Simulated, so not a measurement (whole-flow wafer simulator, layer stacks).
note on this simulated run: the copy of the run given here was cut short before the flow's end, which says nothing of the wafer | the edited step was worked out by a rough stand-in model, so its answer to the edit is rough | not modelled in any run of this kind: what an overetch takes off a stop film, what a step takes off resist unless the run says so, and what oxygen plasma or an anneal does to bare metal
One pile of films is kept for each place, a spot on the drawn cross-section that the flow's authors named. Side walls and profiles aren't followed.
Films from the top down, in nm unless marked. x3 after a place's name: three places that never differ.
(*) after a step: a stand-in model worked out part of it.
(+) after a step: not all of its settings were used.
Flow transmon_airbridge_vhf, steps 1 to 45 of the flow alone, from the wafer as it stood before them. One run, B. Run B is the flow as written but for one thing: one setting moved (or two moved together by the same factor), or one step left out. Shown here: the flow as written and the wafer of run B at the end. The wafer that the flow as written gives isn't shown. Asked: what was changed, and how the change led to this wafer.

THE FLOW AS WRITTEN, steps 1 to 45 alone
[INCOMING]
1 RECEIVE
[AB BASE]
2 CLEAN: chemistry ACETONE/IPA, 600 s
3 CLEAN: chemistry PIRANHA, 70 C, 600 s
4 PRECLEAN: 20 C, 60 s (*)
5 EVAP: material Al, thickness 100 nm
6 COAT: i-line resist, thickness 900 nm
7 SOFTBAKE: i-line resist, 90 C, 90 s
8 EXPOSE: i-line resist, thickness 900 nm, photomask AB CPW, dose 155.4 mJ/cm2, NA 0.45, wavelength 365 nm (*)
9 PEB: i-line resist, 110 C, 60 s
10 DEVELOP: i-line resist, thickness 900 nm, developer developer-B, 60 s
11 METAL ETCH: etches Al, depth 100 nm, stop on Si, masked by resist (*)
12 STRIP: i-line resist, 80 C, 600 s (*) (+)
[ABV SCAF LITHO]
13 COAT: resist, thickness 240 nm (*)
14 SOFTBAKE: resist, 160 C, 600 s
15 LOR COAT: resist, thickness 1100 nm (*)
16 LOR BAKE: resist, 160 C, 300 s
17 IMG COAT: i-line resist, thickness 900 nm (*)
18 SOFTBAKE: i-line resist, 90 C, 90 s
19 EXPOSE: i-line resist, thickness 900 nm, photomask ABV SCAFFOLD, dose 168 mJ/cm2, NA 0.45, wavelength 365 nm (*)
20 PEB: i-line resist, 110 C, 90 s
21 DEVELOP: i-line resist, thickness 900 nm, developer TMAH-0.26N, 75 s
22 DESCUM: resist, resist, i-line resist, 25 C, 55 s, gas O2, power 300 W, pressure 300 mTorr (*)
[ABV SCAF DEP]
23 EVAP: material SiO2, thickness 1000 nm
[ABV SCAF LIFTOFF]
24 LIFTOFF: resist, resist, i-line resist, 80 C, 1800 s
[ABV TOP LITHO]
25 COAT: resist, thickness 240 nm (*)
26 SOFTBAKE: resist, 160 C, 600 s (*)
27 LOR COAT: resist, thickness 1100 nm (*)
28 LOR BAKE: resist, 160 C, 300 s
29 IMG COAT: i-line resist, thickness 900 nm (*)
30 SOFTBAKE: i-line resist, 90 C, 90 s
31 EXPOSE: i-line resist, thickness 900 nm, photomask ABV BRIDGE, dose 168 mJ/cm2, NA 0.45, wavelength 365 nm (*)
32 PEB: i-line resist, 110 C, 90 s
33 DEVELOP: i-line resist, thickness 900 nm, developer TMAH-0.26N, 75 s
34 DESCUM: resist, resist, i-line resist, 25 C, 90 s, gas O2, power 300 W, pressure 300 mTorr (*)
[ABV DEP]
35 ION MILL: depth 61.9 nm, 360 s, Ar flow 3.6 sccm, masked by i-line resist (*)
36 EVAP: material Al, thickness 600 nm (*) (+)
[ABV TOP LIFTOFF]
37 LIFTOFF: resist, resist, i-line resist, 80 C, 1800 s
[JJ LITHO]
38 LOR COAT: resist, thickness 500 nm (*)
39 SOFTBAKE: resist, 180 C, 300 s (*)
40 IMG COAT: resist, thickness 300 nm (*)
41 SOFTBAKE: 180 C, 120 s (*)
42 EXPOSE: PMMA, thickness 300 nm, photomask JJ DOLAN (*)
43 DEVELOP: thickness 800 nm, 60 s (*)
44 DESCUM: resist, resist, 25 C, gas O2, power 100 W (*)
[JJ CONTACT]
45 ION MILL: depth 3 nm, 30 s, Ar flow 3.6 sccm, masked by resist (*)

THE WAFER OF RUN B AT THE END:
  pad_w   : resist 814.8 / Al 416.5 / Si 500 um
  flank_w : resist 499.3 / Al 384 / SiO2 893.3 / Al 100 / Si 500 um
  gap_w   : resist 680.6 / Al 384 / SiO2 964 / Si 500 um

The cause: step 36, EVAP: thickness 384 nm was run, where the flow has thickness 600 nm.
It can be read off the wafer: flank_w has Al 384, and step 36 as written asks for 600 nm.

How the change led to this, step by step:
  36 EVAP: material Al, thickness 600 nm (*) (+)
      field x3, jj_line, ground_far and 10 more: Al +384 (new film) (as written it would be: Al +600 (new film))
      pad_w, pad_e: Al +378.4 (as written it would be: Al +591.2)
  37 LIFTOFF: resist, resist, i-line resist, 80 C, 1800 s
      field x3, jj_line, trace_open_s x2: Al -384 (all of it), i-line resist -600 (all of it), resist -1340 (all of it) (as written it would be: Al -600 (all of it), i-line resist -600 (all of it), resist -1340 (all of it))
      margin_s, margin_n: Al -384 (all of it), i-line resist -318.3 (all of it), resist -992 (all of it) (as written it would be: Al -600 (all of it), i-line resist -318.3 (all of it), resist -992 (all of it))
      (and at 1 more place)
  38 LOR COAT: resist, thickness 500 nm (*)
      pad_w, pad_e: resist +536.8 (new film) (as written it would be: resist +517 (new film))
      margin_s, margin_n: resist +425.9 (new film) (as written it would be: resist +445.3 (new film))
      (and at 1 more place)
  40 IMG COAT: resist, thickness 300 nm (*)
      pad_w, pad_e: resist +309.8 (as written it would be: resist +300.1)
      flank_w, flank_e: resist +219.5 (as written it would be: resist +212.1)
      (and at 4 more places)
